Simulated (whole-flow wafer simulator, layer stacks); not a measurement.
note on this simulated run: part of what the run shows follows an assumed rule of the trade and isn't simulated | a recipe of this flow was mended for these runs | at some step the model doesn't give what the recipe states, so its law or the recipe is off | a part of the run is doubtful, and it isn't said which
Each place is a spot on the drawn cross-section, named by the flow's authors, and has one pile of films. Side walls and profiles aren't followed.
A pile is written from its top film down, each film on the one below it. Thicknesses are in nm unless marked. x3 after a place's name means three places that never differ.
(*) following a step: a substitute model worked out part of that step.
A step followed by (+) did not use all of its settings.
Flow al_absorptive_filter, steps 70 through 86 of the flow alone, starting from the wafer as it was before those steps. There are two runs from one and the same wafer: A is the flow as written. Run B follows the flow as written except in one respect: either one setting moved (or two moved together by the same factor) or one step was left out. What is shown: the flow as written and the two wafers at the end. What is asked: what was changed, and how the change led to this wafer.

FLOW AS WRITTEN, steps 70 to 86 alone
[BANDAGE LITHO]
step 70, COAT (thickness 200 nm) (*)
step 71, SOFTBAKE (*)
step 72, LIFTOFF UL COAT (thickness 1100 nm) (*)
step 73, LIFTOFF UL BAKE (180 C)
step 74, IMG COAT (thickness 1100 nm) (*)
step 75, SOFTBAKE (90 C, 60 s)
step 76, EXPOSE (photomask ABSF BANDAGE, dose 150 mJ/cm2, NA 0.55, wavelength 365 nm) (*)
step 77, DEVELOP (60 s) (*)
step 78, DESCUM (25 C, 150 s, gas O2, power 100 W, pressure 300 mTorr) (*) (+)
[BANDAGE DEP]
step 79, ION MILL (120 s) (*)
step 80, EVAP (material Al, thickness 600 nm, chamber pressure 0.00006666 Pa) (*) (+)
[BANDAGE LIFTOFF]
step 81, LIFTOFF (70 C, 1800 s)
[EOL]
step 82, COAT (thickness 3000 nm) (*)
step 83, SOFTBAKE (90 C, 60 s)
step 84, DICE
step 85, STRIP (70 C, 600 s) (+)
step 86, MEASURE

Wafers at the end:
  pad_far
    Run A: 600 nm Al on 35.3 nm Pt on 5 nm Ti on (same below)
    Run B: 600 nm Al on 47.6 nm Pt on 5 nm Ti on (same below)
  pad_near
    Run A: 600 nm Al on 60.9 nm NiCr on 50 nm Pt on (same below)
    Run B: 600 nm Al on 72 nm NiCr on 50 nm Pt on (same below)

What caused this: step 79, ION MILL: 20 s was run, while the flow as written has 120 s.

The path from the change to this, step by step:
  step 79, ION MILL (120 s) (*)
      gnd, ledge, res and 9 more: A -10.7 i-line-resist | B -1.78 i-line-resist
      pad_far: A -14.7 Pt | B -2.44 Pt
      (and at 1 other place as well)
